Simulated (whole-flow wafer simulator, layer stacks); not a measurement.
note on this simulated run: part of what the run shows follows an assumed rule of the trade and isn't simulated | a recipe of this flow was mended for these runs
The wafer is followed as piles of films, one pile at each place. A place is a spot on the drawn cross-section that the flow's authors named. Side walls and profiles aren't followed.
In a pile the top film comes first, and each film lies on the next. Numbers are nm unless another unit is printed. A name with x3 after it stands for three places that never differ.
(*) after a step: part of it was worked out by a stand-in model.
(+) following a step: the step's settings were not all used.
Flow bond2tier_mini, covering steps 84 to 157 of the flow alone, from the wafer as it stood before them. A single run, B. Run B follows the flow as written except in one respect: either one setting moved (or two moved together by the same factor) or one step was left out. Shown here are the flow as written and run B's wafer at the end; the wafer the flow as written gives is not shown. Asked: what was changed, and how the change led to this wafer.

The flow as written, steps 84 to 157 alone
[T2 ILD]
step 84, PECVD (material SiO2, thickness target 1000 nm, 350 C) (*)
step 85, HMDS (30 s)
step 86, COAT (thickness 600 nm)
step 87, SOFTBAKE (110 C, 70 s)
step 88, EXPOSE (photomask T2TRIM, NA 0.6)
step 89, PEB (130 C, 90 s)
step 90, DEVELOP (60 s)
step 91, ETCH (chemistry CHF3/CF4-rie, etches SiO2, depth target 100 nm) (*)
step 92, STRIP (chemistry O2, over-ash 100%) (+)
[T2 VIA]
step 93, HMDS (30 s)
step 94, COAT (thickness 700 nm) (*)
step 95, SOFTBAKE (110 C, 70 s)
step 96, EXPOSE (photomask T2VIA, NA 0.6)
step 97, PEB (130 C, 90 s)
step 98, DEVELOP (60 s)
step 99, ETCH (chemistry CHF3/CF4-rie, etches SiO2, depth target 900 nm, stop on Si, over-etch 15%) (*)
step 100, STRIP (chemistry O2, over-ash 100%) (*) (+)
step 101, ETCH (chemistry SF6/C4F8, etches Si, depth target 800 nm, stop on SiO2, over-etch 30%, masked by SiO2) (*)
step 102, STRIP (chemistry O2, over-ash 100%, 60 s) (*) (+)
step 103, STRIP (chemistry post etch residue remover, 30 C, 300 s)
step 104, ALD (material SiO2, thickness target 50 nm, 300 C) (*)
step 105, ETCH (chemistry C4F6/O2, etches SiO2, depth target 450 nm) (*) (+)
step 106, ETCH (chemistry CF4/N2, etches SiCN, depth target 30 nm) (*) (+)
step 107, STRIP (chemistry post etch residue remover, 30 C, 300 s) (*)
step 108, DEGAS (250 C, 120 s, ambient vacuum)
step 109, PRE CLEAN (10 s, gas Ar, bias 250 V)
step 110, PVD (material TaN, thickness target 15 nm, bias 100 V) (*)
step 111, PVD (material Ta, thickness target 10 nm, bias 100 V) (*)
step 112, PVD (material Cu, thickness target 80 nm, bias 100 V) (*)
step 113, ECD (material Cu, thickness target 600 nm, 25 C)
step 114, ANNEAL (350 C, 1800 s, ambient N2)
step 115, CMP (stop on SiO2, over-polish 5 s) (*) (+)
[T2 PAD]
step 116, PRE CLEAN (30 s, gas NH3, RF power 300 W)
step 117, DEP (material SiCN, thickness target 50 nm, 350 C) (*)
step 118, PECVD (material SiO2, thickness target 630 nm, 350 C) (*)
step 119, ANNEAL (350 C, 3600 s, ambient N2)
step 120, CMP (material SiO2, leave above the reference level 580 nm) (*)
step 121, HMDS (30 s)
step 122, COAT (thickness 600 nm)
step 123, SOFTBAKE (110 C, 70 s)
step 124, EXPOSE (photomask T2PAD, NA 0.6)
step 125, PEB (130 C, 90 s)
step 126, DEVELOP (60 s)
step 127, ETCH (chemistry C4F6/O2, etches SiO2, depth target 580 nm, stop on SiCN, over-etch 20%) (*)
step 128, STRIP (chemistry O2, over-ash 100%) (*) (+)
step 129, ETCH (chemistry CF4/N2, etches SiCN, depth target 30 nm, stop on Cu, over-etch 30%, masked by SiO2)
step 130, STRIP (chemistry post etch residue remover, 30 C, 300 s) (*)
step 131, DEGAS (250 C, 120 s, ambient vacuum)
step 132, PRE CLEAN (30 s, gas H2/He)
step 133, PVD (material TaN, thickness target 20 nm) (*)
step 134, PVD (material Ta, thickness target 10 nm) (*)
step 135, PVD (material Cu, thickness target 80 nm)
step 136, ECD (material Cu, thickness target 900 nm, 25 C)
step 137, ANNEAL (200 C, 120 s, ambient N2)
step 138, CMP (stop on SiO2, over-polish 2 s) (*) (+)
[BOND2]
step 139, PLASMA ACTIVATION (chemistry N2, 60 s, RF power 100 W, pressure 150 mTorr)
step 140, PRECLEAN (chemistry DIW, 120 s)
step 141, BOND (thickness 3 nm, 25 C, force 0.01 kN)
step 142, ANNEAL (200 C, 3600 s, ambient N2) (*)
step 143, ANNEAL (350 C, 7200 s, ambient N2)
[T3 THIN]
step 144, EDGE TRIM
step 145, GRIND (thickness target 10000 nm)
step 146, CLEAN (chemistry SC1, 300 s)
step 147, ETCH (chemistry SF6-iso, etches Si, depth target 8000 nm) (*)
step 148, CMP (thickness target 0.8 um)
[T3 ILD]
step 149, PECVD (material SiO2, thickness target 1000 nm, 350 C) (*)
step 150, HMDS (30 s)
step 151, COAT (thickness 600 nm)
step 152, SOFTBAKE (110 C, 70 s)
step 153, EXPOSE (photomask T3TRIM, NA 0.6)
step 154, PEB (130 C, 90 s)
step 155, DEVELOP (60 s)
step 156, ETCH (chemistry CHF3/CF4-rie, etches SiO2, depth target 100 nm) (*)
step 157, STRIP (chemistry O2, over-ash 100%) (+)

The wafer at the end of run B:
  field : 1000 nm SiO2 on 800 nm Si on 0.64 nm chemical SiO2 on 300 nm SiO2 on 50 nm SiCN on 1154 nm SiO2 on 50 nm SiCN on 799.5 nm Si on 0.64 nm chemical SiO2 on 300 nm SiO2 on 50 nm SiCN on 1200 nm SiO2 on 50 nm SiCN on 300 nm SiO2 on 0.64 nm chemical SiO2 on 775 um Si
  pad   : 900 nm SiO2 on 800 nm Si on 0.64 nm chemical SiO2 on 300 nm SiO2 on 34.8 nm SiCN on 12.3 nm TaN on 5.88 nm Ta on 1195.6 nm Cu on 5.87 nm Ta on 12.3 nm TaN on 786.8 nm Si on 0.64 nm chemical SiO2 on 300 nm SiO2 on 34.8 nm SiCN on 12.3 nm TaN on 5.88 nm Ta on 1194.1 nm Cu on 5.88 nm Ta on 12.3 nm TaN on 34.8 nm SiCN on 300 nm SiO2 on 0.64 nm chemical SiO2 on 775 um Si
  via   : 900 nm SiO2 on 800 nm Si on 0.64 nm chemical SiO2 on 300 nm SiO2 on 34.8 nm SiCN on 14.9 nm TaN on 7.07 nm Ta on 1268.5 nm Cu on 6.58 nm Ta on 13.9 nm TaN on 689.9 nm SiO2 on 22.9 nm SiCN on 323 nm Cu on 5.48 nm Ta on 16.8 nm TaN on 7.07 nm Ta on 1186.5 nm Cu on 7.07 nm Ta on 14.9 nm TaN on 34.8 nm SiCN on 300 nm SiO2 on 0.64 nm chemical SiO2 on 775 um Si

What caused this: step 84, PECVD: thickness target 400 nm was run, though the flow has thickness target 1000 nm.

How this came from the change, step by step:
  step 84, PECVD (material SiO2, thickness target 1000 nm, 350 C) (*)
      field, pad, via: +400 SiO2 (new film) (in the flow as written it would be: +1000 SiO2 (new film))
  step 99, ETCH (chemistry CHF3/CF4-rie, etches SiO2, depth target 900 nm, stop on Si, over-etch 15%) (*)
      field, pad: -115 thick-KrF-resist (in the flow as written it would be: -345 thick-KrF-resist)
      via: -300 SiO2 (all of it), -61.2 Si (in the flow as written it would be: -900 SiO2 (all of it), -11.2 Si)
  step 100, STRIP (chemistry O2, over-ash 100%) (*) (+)
      field: -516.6 thick-KrF-resist (all of it) (in the flow as written it would be: -286.6 thick-KrF-resist (all of it))
      pad: -602.9 thick-KrF-resist (all of it) (in the flow as written it would be: -372.9 thick-KrF-resist (all of it))
  step 101, ETCH (chemistry SF6/C4F8, etches Si, depth target 800 nm, stop on SiO2, over-etch 30%, masked by SiO2) (*)
      field, pad: -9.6 SiO2 (in the flow as written it would be: -10.3 SiO2)
      via: -738.8 Si (all of it), -0.64 chemical SiO2 (all of it), -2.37 SiO2 (in the flow as written it would be: -788.8 Si (all of it), -0.64 chemical SiO2 (all of it), -1.87 SiO2)
  step 105, ETCH (chemistry C4F6/O2, etches SiO2, depth target 450 nm) (*) (+)
      field: -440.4 SiO2 (all of it), -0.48 Si (in the flow as written it would be: -450 SiO2)
      pad: -340.4 SiO2 (all of it), -5.48 Si (in the flow as written it would be: -450 SiO2)
  step 106, ETCH (chemistry CF4/N2, etches SiCN, depth target 30 nm) (*) (+)
      field, pad: nothing (in the flow as written it would be: -20 SiO2)
  step 109, PRE CLEAN (10 s, gas Ar, bias 250 V)
      field, pad: nothing (in the flow as written it would be: -3 SiO2)
  step 110, PVD (material TaN, thickness target 15 nm, bias 100 V) (*)
      pad: +15 TaN (new film) (in the flow as written it would be: +14.2 TaN (new film))
      via: +8.28 TaN (in the flow as written it would be: +6.94 TaN)
  step 111, PVD (material Ta, thickness target 10 nm, bias 100 V) (*)
      pad: +10 Ta (new film) (in the flow as written it would be: +9.42 Ta (new film))
      via: +5.48 Ta (new film) (in the flow as written it would be: +4.57 Ta (new film))
  step 112, PVD (material Cu, thickness target 80 nm, bias 100 V) (*)
      pad: +80 Cu (new film) (in the flow as written it would be: +75.3 Cu (new film))
      via: +42.6 Cu (new film) (in the flow as written it would be: +35 Cu (new film))
  step 113, ECD (material Cu, thickness target 600 nm, 25 C)
      pad: +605 Cu (in the flow as written it would be: +706.1 Cu)
      via: +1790 Cu (in the flow as written it would be: +2367 Cu)
  step 115, CMP (stop on SiO2, over-polish 5 s) (*) (+)
      field: -680 Cu (all of it), -10 Ta (all of it), -15 TaN (all of it) (in the flow as written it would be: -680 Cu (all of it), -10 Ta (all of it), -15 TaN (all of it), -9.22 SiO2)
      pad: -685 Cu (all of it), -10 Ta (all of it), -15 TaN (all of it) (in the flow as written it would be: -711.3 Cu)
      (and at 1 other place as well)
  step 117, DEP (material SiCN, thickness target 50 nm, 350 C) (*)
      via: +22.9 SiCN (new film) (in the flow as written it would be: +50 SiCN (new film))
  step 118, PECVD (material SiO2, thickness target 630 nm, 350 C) (*)
      via: +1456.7 SiO2 (new film) (in the flow as written it would be: +630 SiO2 (new film))
  step 120, CMP (material SiO2, leave above the reference level 580 nm) (*)
      pad, via: -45 SiO2 (in the flow as written it would be: -50 SiO2)
      field: -50 SiO2 (in the flow as written it would be: -47.1 SiO2)
  step 127, ETCH (chemistry C4F6/O2, etches SiO2, depth target 580 nm, stop on SiCN, over-etch 20%) (*)
      via: -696 SiO2 (in the flow as written it would be: -580 SiO2 (all of it), -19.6 SiCN)
      pad: -585 SiO2 (all of it), -18.7 SiCN (in the flow as written it would be: -580 SiO2 (all of it), -19.6 SiCN)
  ... 5 further steps ...
  step 136, ECD (material Cu, thickness target 900 nm, 25 C)
      via: +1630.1 Cu (in the flow as written it would be: +1534.4 Cu)
Taking metal films that touch as one body, via has 2 bodies (between them, from the top down: SiO2 689.9 / SiCN 22.9); the flow as written gives 1 body.
